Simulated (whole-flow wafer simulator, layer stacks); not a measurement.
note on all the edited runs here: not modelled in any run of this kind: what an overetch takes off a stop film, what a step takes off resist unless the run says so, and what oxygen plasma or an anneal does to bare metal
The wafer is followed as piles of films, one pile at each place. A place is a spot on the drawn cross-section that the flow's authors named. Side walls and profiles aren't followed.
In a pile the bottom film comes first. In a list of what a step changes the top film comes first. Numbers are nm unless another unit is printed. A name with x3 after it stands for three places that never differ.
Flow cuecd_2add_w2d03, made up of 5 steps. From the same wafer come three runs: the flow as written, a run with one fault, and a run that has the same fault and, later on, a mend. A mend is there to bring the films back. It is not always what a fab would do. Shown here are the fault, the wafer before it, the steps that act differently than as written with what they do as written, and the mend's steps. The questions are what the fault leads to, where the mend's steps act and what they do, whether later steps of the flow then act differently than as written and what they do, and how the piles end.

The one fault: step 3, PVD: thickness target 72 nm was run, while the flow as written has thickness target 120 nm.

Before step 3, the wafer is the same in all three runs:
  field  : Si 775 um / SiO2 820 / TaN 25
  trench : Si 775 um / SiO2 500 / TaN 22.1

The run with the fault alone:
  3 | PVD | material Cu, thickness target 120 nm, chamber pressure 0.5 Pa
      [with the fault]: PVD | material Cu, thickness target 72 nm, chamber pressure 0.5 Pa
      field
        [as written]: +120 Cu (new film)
        [with the fault]: +72 Cu (new film)
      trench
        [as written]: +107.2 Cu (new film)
        [with the fault]: +64.2 Cu (new film)
  Later steps of the flow that are run all act as written at every place that is followed.
  At field, trench, the piles at the end differ from the flow's by more than 2% or 0.5 nm, whichever is larger.
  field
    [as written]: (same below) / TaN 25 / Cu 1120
    [with the fault]: (same below) / TaN 25 / Cu 1072
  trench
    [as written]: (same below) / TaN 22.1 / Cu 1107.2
    [with the fault]: (same below) / TaN 22.1 / Cu 1064.2

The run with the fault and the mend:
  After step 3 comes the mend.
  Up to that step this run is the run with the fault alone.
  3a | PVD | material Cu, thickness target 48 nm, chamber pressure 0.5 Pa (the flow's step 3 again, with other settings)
      field
        +48 Cu
      trench
        +42.5 Cu
  Later steps of the flow that are run all act as written at every place that is followed.
  When the end is reached, the piles differ only a little from the flow's at the places that both follow, at most by 2% or 0.5 nm, whichever is larger.
